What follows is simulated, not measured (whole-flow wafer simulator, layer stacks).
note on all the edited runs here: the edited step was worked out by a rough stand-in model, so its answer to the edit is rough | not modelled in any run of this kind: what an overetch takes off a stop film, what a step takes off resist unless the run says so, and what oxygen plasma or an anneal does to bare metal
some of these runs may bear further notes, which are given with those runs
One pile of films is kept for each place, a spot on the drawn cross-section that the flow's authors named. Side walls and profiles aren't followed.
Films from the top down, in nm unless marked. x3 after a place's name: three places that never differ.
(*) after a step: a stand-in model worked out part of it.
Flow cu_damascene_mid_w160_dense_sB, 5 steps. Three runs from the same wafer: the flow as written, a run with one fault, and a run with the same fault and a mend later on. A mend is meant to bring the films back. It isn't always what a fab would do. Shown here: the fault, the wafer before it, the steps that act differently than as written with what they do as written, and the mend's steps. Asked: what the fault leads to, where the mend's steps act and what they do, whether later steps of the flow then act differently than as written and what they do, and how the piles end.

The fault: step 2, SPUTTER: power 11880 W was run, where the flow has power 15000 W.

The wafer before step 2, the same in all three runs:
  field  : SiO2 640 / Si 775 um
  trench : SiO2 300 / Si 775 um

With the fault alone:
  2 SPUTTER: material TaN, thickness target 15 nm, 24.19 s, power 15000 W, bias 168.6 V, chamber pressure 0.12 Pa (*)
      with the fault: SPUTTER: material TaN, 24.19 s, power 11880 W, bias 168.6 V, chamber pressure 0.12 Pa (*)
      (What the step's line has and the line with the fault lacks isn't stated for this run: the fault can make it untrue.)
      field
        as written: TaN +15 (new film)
        with the fault: TaN +11.9 (new film)
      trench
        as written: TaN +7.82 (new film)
        with the fault: TaN +6.19 (new film)
  No later step of the flow acts differently than as written, at any place that is followed, by more than 2% or 0.5 nm, whichever is larger.
  At the end the piles differ from the flow's by more than 2% or 0.5 nm, whichever is larger, at field, trench.
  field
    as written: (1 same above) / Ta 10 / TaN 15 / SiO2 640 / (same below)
    with the fault: (1 same above) / Ta 10 / TaN 11.9 / SiO2 640 / (same below)
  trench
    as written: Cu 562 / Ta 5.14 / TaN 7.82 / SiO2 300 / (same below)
    with the fault: Cu 560.5 / Ta 5.17 / TaN 6.19 / SiO2 300 / (same below)

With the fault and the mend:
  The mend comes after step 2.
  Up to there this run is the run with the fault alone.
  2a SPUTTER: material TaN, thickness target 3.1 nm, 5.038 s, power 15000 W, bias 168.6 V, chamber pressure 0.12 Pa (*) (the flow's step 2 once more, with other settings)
      field
        TaN +3.1
      trench
        TaN +1.57
  No later step of the flow acts differently than as written, at any place that is followed, by more than 2% or 0.5 nm, whichever is larger.
  At the end the piles differ from the flow's only slightly at the places that both follow, by at most 2% or 0.5 nm, whichever is larger.
